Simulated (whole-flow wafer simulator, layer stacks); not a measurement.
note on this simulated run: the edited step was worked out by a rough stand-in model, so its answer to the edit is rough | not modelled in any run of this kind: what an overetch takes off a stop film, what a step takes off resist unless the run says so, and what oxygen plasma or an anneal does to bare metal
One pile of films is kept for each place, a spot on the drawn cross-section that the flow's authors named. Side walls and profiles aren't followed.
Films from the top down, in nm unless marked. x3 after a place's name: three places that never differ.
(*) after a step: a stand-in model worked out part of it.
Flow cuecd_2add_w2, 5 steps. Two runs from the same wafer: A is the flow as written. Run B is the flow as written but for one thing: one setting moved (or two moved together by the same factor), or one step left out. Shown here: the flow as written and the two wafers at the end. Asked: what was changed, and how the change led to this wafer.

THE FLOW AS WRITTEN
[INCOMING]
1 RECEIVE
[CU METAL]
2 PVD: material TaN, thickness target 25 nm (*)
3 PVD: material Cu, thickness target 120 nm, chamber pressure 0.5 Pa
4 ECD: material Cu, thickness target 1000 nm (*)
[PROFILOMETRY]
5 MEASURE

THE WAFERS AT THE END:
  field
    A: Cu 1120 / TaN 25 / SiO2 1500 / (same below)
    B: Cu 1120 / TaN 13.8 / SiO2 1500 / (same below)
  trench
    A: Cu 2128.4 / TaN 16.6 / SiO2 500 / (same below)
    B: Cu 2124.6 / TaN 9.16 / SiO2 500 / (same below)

The cause: step 2, PVD: thickness target 13.8 nm was run, where the flow has thickness target 25 nm.
It can be read off the wafer: field has TaN 13.8, and step 2 as written asks for 25 nm.

How the change led to this, step by step:
  2 PVD: material TaN, thickness target 25 nm (*)
      field: A TaN +25 (new film) | B TaN +13.8 (new film)
      trench: A TaN +16.6 (new film) | B TaN +9.16 (new film)
